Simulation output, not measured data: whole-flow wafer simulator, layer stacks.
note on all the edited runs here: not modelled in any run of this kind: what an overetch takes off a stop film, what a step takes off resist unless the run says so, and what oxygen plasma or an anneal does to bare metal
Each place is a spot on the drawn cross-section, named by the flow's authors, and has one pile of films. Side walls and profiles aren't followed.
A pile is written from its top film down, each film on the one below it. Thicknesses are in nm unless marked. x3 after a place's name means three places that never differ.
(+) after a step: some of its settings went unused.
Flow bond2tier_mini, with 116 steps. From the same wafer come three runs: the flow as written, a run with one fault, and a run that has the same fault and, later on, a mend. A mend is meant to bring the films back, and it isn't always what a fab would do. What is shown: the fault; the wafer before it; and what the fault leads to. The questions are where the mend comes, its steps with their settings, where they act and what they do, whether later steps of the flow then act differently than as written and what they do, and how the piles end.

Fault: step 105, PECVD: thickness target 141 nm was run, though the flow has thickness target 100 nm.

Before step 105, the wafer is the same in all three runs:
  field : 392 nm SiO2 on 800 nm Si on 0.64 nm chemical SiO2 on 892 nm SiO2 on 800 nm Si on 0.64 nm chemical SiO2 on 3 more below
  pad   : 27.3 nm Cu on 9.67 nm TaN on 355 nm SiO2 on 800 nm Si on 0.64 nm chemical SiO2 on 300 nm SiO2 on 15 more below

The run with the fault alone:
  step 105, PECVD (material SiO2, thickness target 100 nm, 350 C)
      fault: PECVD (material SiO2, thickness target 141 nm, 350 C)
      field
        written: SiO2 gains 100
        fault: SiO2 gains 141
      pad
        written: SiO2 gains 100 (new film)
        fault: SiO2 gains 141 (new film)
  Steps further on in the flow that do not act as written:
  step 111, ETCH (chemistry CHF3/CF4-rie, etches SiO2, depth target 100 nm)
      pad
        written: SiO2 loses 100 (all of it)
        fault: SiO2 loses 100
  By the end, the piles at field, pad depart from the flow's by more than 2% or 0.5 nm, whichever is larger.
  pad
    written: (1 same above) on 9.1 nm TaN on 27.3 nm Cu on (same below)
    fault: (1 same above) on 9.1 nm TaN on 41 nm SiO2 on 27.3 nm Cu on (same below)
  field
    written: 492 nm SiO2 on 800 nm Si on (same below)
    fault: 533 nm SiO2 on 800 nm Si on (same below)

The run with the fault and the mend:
  The mend stands after step 110.
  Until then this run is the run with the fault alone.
  step 110a, STRIP (chemistry O2, over-ash 100%) (+)
      field
        KrF resist loses 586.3 (all of it)
  step 110b, ETCH (chemistry CHF3/CF4-rie, etches SiO2, depth target 41 nm) (the flow's step 62 again, with other settings)
      field, pad
        SiO2 loses 41
  step 110c, COAT (KrF resist, thickness 600 nm) (the flow's step 106 again)
      field, pad
        KrF resist gains 600 (new film)
  step 110d, SOFTBAKE (KrF resist) (the flow's step 107 again)
      does not change any film at any place that is followed
  step 110e, EXPOSE (photomask T3PAD, NA 0.6) (the flow's step 108 again)
      does not change any film at any place that is followed
  step 110f, PEB (KrF resist) (the flow's step 109 again)
      does not change any film at any place that is followed
  step 110g, DEVELOP (developer TMAH-0.26N, 60 s) (the flow's step 110 again)
      field
        KrF resist loses 13.7
      pad
        KrF resist loses 600 (all of it)
  None of the later steps of the flow acts differently than as written at any place that is followed.
  The piles end the same as the flow's at every place that both follow.
